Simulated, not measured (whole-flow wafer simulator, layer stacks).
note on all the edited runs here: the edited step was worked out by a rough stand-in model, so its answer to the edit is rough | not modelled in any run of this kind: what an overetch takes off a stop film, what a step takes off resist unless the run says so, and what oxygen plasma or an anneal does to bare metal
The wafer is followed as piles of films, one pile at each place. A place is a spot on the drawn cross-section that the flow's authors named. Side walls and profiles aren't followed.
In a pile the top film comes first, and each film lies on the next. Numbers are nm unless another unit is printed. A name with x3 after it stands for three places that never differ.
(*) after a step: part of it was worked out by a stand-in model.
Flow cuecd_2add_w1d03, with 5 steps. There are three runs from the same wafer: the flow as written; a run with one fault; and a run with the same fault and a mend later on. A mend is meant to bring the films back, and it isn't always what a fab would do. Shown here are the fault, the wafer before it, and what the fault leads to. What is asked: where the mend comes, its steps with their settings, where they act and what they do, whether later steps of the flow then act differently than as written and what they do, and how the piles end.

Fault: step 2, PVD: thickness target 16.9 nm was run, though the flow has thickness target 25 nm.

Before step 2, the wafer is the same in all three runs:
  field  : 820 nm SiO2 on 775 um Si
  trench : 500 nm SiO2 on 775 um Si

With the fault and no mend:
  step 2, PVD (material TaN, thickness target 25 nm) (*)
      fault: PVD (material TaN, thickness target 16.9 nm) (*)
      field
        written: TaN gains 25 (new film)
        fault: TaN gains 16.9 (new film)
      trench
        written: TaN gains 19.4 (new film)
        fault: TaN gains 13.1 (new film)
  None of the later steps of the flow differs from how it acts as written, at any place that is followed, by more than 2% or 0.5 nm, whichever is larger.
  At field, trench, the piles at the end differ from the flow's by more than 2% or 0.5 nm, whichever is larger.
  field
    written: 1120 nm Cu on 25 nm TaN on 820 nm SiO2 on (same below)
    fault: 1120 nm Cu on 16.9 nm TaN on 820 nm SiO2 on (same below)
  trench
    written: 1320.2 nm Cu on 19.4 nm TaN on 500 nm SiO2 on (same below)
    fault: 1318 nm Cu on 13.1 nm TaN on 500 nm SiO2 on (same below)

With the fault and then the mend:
  The mend stands after step 2.
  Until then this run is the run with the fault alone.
  step 2a, PVD (material TaN, thickness target 8.1 nm) (*) (the flow's step 2, run once more with other settings)
      field
        TaN gains 8.1
      trench
        TaN gains 6.23
  None of the later steps of the flow differs from how it acts as written, at any place that is followed, by more than 2% or 0.5 nm, whichever is larger.
  The piles end only slightly different from the flow's at the places that both follow, by no more than 2% or 0.5 nm, whichever is larger.
